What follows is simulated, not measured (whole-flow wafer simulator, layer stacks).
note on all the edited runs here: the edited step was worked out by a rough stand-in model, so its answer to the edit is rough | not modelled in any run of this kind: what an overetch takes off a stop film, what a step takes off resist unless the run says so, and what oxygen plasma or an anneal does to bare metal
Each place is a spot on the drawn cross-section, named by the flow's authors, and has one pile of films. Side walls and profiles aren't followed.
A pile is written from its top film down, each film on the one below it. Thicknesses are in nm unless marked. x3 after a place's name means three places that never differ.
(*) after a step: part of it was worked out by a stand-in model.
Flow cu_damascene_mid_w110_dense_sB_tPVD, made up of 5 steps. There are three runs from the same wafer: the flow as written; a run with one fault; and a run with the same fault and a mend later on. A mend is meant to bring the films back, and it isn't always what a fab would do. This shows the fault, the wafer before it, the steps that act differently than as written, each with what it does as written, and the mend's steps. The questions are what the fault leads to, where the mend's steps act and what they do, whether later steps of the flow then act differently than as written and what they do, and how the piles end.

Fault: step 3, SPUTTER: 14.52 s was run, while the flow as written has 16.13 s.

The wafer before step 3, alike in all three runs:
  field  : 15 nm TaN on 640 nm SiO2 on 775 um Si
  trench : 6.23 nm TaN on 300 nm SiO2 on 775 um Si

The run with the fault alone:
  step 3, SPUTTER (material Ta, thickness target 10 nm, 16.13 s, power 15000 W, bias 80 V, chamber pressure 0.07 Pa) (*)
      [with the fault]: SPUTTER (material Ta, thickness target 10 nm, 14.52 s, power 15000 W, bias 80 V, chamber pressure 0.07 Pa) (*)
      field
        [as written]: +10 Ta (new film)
        [with the fault]: +9 Ta (new film)
  None of the later steps of the flow differs from how it acts as written, at any place that is followed, by more than 2% or 0.5 nm, whichever is larger.
  The piles end different from the flow's at field by more than 2% or 0.5 nm, whichever is larger.
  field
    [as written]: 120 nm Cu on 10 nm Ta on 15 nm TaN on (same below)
    [with the fault]: 120 nm Cu on 9 nm Ta on 15 nm TaN on (same below)

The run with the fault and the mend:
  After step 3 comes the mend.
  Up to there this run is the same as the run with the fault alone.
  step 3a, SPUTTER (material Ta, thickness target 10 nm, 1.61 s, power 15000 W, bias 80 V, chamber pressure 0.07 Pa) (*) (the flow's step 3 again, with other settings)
      field
        +1 Ta
      trench
        +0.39 Ta
  None of the later steps of the flow differs from how it acts as written, at any place that is followed, by more than 2% or 0.5 nm, whichever is larger.
  When the end is reached, the piles differ only a little from the flow's at the places that both follow, at most by 2% or 0.5 nm, whichever is larger.
